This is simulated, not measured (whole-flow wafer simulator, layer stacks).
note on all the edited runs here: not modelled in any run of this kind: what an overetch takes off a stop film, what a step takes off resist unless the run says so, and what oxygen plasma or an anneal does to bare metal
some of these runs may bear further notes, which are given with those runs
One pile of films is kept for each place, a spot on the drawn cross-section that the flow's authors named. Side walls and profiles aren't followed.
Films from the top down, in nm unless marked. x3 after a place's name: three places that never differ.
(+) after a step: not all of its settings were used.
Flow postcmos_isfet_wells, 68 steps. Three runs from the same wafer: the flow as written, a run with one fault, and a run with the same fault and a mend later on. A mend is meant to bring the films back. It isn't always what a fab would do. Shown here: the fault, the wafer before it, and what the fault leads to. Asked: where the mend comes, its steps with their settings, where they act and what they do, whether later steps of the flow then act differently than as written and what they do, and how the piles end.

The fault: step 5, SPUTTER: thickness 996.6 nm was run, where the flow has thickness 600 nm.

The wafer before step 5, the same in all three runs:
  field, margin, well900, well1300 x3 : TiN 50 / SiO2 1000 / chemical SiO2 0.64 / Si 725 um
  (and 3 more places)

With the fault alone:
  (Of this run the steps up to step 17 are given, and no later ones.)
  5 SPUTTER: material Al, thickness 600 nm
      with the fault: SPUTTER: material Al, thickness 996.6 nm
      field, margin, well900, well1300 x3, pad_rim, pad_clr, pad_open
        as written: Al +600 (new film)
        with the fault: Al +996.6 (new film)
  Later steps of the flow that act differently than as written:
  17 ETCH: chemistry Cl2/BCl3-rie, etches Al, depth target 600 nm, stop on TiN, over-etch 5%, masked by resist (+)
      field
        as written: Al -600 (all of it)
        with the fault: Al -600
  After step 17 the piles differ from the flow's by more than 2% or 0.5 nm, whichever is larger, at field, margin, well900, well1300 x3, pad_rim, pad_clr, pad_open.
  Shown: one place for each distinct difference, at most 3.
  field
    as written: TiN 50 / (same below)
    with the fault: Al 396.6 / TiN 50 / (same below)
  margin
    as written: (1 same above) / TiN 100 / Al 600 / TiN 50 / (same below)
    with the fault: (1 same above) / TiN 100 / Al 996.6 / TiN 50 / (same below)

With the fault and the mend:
  The mend comes after step 5.
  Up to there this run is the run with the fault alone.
  5a ETCH: chemistry al pan, depth target 396.6 nm
      field, margin, well900, well1300 x3, pad_rim, pad_clr, pad_open
        Al -396.6
  No later step of the flow acts differently than as written at any place that is followed.
  At the end the piles are the same as the flow's at every place that both follow.
